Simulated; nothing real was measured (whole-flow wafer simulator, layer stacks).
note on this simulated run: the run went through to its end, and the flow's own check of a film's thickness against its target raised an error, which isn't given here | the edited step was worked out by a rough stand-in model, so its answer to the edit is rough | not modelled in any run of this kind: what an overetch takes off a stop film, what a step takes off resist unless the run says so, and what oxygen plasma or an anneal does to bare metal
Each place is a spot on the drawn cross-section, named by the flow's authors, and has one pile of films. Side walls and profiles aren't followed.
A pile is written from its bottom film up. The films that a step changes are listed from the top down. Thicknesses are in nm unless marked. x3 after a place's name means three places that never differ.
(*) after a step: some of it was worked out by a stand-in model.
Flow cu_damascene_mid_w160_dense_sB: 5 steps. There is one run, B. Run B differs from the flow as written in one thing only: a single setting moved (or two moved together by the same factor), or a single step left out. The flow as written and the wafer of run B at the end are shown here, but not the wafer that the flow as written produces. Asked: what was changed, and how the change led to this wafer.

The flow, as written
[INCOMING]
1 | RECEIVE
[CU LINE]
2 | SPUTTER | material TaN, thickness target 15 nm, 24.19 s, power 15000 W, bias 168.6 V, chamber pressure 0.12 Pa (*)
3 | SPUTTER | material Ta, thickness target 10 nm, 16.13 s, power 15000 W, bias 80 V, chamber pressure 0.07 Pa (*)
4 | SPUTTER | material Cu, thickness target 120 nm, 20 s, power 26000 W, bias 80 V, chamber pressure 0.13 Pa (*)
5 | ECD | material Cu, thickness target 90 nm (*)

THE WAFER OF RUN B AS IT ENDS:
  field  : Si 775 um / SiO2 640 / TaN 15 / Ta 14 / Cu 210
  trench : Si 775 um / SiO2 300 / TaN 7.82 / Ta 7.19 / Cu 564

Cause: step 3, SPUTTER: thickness target 14 nm was run, though the flow has thickness target 10 nm.
One can read it off the wafer: field has Ta 14, and step 3 as written asks for 10 nm.

Step by step, how the change led to this:
  3 | SPUTTER | material Ta, thickness target 10 nm, 16.13 s, power 15000 W, bias 80 V, chamber pressure 0.07 Pa (*)
      field: +14 Ta (new film) (as written it would have been: +10 Ta (new film))
      trench: +7.19 Ta (new film) (as written it would have been: +5.14 Ta (new film))
